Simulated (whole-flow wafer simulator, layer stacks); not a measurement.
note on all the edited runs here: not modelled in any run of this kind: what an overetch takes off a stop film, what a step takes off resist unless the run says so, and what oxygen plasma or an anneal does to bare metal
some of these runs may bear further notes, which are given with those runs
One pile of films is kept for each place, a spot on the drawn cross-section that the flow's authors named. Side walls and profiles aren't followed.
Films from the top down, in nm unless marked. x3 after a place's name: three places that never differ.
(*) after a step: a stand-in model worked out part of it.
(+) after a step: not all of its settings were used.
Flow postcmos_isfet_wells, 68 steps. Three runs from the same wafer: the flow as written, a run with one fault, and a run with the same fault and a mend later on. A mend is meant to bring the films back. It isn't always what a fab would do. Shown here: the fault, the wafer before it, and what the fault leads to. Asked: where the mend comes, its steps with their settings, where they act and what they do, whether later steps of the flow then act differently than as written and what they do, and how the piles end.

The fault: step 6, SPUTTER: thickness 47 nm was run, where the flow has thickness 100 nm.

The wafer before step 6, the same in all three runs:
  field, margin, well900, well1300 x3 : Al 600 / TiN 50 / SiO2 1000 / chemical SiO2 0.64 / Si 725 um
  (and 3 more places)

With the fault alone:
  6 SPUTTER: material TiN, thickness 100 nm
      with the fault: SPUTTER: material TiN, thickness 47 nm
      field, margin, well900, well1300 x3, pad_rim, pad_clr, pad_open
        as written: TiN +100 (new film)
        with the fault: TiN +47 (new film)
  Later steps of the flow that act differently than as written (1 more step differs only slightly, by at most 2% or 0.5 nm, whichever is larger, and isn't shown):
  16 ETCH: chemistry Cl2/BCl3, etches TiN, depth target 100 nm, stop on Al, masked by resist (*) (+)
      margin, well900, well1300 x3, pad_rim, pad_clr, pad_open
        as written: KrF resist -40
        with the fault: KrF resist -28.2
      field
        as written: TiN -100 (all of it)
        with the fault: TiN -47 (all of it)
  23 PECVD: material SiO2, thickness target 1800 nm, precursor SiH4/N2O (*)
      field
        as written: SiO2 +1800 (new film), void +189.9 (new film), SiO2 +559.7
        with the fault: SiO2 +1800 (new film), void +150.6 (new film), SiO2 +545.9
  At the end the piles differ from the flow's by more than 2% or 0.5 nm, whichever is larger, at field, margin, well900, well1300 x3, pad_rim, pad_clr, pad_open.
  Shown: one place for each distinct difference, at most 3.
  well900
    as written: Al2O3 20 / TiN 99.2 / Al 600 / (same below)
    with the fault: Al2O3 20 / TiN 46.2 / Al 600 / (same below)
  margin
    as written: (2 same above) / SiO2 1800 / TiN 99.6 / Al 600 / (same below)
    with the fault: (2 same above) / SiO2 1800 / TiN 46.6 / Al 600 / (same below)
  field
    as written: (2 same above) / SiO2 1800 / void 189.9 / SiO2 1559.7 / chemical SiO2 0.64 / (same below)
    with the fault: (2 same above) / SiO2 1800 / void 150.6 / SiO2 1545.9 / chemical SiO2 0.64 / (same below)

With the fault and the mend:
  The mend comes after step 6.
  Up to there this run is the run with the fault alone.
  6a SPUTTER: material TiN, thickness 53 nm (the flow's step 6 once more, with other settings)
      field, margin, well900, well1300 x3, pad_rim, pad_clr, pad_open
        TiN +53
  No later step of the flow acts differently than as written at any place that is followed.
  At the end the piles are the same as the flow's at every place that both follow.
